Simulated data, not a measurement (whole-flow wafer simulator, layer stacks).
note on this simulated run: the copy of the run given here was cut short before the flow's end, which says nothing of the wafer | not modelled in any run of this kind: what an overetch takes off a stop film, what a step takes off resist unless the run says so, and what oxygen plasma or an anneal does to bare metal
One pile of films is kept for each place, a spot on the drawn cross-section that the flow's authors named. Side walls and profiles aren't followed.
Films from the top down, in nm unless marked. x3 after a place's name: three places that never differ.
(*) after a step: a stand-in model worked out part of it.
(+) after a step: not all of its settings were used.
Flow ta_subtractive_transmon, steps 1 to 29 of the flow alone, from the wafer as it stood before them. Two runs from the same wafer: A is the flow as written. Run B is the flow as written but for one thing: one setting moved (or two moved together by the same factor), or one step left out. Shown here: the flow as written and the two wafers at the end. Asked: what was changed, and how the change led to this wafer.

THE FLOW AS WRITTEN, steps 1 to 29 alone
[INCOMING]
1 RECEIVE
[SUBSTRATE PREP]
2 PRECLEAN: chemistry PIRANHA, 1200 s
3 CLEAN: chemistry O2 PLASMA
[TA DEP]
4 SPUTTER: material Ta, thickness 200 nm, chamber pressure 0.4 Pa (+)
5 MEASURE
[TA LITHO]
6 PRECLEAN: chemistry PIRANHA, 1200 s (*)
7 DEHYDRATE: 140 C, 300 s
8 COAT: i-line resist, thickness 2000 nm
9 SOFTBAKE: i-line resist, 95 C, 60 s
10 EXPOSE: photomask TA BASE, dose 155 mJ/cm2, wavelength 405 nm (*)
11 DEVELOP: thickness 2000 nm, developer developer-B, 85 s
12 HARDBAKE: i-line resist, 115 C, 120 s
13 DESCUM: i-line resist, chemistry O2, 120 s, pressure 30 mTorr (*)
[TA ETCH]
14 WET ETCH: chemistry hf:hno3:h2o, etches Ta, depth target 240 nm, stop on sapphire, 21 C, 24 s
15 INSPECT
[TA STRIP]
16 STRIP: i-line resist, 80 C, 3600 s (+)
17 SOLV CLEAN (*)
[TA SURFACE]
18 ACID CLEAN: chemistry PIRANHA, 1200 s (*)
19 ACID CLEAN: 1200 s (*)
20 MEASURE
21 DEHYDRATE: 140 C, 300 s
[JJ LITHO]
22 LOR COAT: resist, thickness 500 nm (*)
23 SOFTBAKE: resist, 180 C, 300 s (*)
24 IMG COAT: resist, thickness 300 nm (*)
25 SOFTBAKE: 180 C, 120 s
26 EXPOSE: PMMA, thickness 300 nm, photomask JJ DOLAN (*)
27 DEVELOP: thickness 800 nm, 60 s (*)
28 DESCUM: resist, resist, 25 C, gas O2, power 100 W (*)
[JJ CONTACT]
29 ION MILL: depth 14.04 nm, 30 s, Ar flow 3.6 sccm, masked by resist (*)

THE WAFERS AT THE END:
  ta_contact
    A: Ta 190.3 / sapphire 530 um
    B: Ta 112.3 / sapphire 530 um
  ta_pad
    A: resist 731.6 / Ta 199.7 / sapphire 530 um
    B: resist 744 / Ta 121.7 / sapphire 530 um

The cause: step 4, SPUTTER: thickness 122 nm was run, where the flow has thickness 200 nm.

How the change led to this, step by step:
  4 SPUTTER: material Ta, thickness 200 nm, chamber pressure 0.4 Pa (+)
      field x2, jj_line, lead, ta_contact, ta_pad: A Ta +200 (new film) | B Ta +122 (new film)
  14 WET ETCH: chemistry hf:hno3:h2o, etches Ta, depth target 240 nm, stop on sapphire, 21 C, 24 s
      field x2, jj_line, lead: A Ta -200 (all of it) | B Ta -122 (all of it)
  22 LOR COAT: resist, thickness 500 nm (*)
      lead: A resist +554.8 (new film) | B resist +534.4 (new film)
      ta_contact: A resist +443.8 (new film) | B resist +464.5 (new film)
  24 IMG COAT: resist, thickness 300 nm (*)
      ta_pad: A resist +281.3 | B resist +288.4
  27 DEVELOP: thickness 800 nm, 60 s (*)
      lead: A resist -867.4 (all of it) | B resist -842 (all of it)
      ta_contact: A resist -731.2 (all of it) | B resist -757 (all of it)
